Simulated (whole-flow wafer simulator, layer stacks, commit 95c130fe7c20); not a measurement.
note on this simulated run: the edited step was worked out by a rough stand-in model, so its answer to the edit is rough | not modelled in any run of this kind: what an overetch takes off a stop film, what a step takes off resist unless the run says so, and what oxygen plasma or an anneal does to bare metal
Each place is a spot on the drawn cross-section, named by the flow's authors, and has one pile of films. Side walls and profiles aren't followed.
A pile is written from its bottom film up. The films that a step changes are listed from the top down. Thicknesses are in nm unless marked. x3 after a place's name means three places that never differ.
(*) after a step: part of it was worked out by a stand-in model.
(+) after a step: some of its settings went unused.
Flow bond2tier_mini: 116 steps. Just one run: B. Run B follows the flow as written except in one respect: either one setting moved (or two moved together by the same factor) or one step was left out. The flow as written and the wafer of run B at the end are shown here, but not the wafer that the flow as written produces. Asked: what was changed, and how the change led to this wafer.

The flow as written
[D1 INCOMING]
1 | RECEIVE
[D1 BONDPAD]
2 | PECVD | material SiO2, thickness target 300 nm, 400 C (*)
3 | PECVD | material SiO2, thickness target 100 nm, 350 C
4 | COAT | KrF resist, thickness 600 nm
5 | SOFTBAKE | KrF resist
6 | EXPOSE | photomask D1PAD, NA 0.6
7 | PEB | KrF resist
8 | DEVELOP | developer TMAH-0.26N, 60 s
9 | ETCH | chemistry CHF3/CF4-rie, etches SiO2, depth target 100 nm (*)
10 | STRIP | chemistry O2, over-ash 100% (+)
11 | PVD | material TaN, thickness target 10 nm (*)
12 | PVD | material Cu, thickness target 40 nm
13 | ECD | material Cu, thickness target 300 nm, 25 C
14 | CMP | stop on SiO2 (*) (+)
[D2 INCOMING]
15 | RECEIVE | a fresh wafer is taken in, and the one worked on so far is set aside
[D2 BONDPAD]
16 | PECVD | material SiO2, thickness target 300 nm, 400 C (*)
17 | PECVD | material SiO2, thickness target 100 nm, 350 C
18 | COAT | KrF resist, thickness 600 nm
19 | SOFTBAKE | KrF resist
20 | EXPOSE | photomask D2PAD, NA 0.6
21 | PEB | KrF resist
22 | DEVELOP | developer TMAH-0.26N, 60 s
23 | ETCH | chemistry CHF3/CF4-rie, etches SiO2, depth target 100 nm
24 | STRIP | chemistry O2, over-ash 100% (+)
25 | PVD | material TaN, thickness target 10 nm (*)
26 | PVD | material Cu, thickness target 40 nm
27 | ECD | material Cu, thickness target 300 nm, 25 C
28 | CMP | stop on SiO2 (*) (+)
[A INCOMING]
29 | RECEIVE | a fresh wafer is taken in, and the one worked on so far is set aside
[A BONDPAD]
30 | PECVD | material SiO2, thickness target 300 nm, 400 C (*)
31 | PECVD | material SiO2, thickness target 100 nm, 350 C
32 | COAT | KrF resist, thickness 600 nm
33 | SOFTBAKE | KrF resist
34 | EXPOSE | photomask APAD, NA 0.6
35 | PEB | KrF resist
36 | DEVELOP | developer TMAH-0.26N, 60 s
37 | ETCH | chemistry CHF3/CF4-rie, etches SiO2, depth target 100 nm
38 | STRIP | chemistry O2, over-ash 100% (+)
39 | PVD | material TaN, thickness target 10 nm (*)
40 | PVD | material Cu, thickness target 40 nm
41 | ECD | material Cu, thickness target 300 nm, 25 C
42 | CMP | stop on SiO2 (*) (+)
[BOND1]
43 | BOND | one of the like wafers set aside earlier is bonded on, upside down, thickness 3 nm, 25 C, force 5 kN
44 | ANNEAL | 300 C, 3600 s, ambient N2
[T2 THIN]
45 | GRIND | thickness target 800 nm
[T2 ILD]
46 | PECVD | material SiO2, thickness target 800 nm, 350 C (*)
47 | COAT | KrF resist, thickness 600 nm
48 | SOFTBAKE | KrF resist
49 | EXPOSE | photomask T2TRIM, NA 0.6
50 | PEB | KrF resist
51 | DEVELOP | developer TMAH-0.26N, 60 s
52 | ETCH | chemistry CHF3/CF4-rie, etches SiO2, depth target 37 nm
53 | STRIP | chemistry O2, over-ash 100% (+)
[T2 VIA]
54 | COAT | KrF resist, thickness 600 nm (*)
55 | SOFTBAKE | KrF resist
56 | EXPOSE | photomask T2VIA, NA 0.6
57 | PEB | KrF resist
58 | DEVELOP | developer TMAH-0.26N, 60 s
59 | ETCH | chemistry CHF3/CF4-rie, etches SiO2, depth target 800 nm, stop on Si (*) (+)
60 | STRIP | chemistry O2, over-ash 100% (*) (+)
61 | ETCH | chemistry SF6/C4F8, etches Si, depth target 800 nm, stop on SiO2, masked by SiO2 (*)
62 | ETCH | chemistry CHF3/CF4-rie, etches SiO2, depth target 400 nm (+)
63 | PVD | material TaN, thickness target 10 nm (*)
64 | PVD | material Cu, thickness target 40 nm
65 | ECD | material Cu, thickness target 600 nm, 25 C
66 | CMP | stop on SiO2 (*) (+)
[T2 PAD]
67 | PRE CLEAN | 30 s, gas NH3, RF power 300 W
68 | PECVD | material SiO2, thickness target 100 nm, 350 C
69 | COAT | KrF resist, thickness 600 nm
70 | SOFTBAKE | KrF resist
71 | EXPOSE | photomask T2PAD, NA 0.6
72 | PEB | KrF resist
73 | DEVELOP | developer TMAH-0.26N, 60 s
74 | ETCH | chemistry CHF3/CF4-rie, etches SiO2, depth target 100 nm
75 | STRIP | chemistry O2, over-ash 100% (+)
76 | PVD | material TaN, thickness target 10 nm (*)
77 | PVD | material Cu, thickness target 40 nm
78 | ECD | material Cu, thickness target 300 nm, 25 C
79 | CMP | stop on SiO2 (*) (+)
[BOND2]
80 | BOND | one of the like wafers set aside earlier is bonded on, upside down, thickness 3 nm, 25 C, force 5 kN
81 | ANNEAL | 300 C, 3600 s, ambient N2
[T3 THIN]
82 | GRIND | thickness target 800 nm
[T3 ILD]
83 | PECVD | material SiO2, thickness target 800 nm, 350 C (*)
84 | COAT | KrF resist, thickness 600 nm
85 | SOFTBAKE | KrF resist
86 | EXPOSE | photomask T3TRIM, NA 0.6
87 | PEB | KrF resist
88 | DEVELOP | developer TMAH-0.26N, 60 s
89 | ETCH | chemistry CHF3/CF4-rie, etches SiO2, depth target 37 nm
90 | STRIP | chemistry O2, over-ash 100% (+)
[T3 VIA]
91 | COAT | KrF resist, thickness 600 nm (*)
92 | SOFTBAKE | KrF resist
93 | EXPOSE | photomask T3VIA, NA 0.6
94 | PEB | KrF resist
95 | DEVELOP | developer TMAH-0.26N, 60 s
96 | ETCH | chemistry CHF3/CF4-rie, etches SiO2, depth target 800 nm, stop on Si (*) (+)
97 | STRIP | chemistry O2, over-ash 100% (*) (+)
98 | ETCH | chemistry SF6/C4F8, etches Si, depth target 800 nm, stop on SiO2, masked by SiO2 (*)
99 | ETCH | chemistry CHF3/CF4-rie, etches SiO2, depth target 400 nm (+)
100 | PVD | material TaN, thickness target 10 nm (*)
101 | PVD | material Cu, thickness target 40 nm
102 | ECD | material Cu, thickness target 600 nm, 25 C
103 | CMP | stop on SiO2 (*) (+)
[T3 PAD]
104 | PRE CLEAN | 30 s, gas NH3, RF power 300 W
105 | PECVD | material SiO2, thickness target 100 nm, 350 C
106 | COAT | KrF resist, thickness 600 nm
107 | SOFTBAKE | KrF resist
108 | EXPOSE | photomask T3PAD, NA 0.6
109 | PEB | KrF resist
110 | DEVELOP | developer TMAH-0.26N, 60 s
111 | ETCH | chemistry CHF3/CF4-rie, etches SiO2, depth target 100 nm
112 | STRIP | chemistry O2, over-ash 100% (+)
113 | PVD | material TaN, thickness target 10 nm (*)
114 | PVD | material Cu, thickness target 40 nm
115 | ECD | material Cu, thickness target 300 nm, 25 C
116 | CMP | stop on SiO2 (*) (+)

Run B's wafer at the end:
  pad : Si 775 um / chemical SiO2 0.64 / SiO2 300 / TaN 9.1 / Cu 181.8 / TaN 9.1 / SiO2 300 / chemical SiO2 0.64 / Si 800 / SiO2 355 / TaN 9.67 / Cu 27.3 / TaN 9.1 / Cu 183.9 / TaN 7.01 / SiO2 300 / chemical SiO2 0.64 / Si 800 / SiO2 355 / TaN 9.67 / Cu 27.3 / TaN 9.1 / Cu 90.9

The reason: step 25, PVD: thickness target 7.7 nm was run, while the flow as written has thickness target 10 nm.

The path from the change to this, step by step:
  25 | PVD | material TaN, thickness target 10 nm (*)
      field: +7.7 TaN (new film) (as written it would have been: +10 TaN (new film))
      pad: +7.01 TaN (new film) (as written it would have been: +9.1 TaN (new film))
      (and at 1 other place as well)
  28 | CMP | stop on SiO2 (*) (+)
      field: -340 Cu (all of it), -7.7 TaN (all of it) (as written it would have been: -340 Cu (all of it), -10 TaN (all of it))
  80 | BOND | one of the like wafers set aside earlier is bonded on, upside down, thickness 3 nm, 25 C, force 5 kN
      pad: +775 um Si (new film), +0.64 chemical SiO2 (new film), +300 SiO2 (new film), +7.01 TaN (new film), +93 Cu (as written it would have been: +775 um Si (new film), +0.64 chemical SiO2 (new film), +300 SiO2 (new film), +9.1 TaN (new film), +90.9 Cu)
